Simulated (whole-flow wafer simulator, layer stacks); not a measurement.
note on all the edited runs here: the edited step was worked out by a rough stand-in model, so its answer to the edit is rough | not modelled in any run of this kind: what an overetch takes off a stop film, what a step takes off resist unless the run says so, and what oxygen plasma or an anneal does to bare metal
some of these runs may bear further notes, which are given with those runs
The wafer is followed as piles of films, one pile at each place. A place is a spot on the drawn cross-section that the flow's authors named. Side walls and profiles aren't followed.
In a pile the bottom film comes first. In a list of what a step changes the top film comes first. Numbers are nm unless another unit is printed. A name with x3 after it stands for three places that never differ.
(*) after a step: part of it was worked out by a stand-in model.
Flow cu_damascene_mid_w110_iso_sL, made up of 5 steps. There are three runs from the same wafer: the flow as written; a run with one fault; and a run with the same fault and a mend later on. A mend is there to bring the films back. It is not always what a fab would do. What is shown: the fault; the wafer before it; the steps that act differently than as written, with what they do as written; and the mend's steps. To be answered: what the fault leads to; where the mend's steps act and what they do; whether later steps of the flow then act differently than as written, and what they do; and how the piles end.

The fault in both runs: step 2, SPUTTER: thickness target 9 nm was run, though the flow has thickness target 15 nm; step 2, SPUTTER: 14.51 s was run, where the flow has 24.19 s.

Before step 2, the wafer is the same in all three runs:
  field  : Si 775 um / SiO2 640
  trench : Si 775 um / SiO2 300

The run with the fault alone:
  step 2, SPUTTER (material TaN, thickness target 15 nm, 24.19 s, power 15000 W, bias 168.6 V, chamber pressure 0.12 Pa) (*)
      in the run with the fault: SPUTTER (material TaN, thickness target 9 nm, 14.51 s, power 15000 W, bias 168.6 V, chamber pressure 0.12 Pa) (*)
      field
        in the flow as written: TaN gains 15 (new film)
        in the run with the fault: TaN gains 9 (new film)
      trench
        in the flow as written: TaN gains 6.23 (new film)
        in the run with the fault: TaN gains 3.74 (new film)
  Later steps of the flow that are run all act as written at every place that is followed, up to a difference of at most 2% or 0.5 nm, whichever is larger.
  At field, trench, the piles at the end differ from the flow's by more than 2% or 0.5 nm, whichever is larger.
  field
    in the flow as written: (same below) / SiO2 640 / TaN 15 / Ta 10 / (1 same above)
    in the run with the fault: (same below) / SiO2 640 / TaN 9 / Ta 10 / (1 same above)
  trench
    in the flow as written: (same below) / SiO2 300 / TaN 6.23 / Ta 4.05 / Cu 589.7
    in the run with the fault: (same below) / SiO2 300 / TaN 3.74 / Ta 4.12 / Cu 586.1

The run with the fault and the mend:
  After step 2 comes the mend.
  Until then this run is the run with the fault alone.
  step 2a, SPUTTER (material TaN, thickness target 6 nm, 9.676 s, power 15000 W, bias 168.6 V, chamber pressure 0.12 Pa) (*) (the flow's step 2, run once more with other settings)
      field
        TaN gains 6
      trench
        TaN gains 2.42
  Later steps of the flow that are run all act as written at every place that is followed, up to a difference of at most 2% or 0.5 nm, whichever is larger.
  The piles end only slightly different from the flow's at the places that both follow, by no more than 2% or 0.5 nm, whichever is larger.
